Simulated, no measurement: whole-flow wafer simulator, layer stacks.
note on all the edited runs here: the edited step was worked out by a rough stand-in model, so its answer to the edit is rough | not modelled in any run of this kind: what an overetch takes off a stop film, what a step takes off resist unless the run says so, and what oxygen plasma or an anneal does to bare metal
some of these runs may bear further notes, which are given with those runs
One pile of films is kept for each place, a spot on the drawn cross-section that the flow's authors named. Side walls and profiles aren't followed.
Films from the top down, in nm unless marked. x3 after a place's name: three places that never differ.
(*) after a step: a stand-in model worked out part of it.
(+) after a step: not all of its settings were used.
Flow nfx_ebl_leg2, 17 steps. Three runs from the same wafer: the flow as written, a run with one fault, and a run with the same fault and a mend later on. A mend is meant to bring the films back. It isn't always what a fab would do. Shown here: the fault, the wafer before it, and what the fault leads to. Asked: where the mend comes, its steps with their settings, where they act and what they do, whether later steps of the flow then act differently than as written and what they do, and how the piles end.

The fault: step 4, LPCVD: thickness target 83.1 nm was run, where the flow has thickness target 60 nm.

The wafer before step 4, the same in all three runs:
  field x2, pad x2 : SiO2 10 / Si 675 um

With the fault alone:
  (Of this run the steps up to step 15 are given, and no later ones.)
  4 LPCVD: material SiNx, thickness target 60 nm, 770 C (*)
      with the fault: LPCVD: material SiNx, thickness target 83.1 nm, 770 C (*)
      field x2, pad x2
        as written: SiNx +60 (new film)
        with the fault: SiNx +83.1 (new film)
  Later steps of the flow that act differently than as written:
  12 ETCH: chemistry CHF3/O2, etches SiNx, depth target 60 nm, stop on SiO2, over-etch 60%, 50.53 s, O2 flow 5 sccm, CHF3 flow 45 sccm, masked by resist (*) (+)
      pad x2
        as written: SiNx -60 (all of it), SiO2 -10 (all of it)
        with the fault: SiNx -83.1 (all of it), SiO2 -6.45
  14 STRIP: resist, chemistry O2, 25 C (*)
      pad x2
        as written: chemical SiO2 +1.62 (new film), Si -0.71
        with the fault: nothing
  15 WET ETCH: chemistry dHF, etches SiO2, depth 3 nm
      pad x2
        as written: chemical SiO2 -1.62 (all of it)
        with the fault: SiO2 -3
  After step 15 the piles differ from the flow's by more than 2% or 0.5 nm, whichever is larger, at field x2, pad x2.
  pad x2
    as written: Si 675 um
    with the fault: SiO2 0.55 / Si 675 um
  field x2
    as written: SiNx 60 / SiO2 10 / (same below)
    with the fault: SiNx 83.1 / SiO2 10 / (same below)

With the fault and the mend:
  The mend comes after step 5.
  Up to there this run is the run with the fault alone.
  5a ETCH: chemistry h3po4, depth target 95.56 nm
      field x2, pad x2
        SiNx -83.1 (all of it)
  5b CLEAN: chemistry SC1/SC2 (the flow's step 2 once more)
      changes no film at any place that is followed
  5c LPCVD: material SiNx, thickness target 60 nm, 770 C (*) (the flow's step 4 once more)
      field x2, pad x2
        SiNx +60 (new film)
  No later step of the flow acts differently than as written at any place that is followed.
  At the end the piles are the same as the flow's at every place that both follow.
